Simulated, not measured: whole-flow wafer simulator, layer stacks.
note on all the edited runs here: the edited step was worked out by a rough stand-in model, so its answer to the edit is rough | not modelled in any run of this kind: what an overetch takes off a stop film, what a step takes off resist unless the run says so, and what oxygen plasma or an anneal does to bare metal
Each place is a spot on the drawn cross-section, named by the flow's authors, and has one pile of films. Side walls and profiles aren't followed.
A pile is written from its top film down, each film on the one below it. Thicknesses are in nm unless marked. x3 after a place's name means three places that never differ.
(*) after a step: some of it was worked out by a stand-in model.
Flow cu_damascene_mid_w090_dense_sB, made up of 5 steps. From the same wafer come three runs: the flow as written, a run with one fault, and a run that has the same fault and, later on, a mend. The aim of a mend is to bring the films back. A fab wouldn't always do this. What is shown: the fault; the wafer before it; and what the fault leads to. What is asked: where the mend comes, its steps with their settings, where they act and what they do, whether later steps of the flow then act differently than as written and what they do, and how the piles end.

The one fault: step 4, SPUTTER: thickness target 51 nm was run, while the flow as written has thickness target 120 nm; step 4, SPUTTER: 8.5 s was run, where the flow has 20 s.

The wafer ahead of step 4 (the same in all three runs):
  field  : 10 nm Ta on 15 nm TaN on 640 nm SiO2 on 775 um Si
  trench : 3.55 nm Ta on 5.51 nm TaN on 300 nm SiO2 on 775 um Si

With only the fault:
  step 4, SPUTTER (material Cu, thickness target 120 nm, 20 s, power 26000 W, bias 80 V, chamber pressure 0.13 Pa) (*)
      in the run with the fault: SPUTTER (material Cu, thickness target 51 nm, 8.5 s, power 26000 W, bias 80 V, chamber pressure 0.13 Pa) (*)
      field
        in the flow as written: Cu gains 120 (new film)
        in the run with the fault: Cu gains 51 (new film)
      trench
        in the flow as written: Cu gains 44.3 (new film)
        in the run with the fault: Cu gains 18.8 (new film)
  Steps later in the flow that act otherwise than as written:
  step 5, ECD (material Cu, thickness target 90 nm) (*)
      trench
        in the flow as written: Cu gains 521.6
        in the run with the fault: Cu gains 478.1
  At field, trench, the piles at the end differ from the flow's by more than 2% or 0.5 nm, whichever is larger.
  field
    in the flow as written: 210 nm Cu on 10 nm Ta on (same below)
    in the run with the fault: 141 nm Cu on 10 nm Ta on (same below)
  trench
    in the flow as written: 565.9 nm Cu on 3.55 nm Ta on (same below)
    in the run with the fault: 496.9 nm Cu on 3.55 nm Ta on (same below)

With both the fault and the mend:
  The mend follows step 4.
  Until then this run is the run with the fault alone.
  step 4a, SPUTTER (material Cu, thickness target 69 nm, 11.5 s, power 26000 W, bias 80 V, chamber pressure 0.13 Pa) (*) (the flow's step 4 again, with other settings)
      field
        Cu gains 69
      trench
        Cu gains 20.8
  Later steps of the flow that are run all act as written at every place that is followed, up to a difference of at most 2% or 0.5 nm, whichever is larger.
  The piles end the same as the flow's at every place that both follow.
